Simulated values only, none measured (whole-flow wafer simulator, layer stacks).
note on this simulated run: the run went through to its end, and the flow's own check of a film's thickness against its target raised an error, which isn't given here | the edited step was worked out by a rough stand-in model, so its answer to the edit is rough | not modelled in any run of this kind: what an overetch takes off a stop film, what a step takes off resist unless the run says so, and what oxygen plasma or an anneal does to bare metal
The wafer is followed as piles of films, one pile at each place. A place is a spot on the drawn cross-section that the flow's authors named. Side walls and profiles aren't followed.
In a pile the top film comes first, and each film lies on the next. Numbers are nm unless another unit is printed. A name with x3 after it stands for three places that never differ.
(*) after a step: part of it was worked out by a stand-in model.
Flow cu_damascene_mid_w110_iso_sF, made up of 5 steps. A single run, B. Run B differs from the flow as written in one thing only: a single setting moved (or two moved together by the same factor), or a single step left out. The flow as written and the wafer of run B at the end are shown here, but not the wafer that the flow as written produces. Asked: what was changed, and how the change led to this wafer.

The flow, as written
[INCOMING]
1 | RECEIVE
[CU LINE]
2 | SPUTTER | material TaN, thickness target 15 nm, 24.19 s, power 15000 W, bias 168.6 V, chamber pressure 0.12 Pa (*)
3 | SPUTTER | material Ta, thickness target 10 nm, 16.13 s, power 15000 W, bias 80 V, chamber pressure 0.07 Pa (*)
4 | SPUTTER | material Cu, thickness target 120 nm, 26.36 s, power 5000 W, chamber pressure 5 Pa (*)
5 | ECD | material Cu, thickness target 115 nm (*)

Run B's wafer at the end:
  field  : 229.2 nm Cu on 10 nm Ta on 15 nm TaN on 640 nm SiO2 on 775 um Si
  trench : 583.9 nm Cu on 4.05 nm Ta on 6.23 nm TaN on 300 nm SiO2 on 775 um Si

Cause: step 5, ECD: thickness target 109.2 nm was run, while the flow as written has thickness target 115 nm.

The path from the change to this, step by step:
  5 | ECD | material Cu, thickness target 115 nm (*)
      field: Cu gains 109.2 (it would be, as written: Cu gains 115)
